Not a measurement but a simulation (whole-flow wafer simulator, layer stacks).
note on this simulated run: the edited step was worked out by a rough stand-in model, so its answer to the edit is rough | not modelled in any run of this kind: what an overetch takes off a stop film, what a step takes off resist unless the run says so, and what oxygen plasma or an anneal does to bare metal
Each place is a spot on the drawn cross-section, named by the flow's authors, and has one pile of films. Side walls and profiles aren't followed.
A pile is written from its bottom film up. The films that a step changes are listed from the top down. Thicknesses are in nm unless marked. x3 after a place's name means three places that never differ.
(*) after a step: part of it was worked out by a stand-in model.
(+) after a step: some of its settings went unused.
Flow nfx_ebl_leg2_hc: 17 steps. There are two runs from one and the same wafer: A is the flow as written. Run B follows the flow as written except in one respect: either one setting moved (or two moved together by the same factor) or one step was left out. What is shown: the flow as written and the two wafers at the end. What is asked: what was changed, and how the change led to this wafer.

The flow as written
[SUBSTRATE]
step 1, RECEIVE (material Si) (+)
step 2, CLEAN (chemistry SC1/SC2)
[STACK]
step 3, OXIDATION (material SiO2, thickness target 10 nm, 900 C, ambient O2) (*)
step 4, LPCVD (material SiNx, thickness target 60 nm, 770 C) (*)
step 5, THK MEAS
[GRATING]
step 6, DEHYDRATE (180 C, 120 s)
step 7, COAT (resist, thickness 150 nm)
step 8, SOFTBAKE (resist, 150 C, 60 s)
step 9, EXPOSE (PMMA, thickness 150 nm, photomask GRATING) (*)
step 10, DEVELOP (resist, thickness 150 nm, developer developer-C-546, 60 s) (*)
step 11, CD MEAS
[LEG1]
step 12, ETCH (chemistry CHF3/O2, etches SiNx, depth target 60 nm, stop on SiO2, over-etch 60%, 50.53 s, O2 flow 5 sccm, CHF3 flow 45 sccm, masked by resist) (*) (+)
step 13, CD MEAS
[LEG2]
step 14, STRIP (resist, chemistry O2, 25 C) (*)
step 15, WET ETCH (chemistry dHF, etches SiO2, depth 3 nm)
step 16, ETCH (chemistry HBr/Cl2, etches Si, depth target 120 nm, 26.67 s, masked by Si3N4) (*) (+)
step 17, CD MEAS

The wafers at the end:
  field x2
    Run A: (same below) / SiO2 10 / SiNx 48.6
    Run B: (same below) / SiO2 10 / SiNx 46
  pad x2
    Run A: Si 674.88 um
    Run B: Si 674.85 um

The reason: step 16, ETCH: depth target 147 nm was run, while the flow as written has depth target 120 nm; step 16, ETCH: 32.67 s was run, where the flow has 26.67 s.

Step by step, how the change led to this:
  step 16, ETCH (chemistry HBr/Cl2, etches Si, depth target 120 nm, 26.67 s, masked by Si3N4) (*) (+)
      field x2: A SiNx loses 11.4 | B SiNx loses 14
      pad x2: A Si loses 120 | B Si loses 147
